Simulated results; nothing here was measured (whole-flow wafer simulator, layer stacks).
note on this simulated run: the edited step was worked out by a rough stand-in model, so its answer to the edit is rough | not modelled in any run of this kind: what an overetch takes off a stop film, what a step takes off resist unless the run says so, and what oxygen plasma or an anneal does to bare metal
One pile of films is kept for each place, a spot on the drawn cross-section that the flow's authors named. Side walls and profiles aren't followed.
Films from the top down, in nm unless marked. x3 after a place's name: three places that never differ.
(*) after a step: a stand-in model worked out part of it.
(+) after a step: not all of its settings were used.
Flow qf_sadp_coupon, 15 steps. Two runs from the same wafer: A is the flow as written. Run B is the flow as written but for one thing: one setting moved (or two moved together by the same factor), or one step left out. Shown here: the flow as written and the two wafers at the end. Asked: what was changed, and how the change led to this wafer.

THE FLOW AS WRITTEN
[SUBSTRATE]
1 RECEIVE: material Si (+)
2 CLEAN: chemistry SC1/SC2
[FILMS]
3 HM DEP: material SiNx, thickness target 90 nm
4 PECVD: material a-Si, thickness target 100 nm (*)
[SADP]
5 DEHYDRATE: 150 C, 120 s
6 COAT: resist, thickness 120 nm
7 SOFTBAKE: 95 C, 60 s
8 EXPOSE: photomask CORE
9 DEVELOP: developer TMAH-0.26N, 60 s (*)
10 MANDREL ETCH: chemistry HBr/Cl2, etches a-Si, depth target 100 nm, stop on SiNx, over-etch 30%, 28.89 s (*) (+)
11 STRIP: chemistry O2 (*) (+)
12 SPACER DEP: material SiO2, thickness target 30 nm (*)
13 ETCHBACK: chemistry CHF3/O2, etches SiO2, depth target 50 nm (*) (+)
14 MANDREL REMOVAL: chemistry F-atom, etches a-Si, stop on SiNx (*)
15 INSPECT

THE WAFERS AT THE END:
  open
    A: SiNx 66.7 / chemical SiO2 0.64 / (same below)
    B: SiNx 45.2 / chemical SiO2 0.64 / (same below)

The cause: step 13, ETCHBACK: depth target 72.5 nm was run, where the flow has depth target 50 nm.

How the change led to this, step by step:
  13 ETCHBACK: chemistry CHF3/O2, etches SiO2, depth target 50 nm (*) (+)
      m: A SiO2 -30 (all of it), chemical SiO2 -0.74 (all of it), a-Si -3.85 | B SiO2 -30 (all of it), chemical SiO2 -0.74 (all of it), a-Si -8.35
      open: A SiO2 -30 (all of it), SiNx -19 | B SiO2 -30 (all of it), SiNx -40.5
  14 MANDREL REMOVAL: chemistry F-atom, etches a-Si, stop on SiNx (*)
      m: A a-Si -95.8 (all of it) | B a-Si -91.3 (all of it)
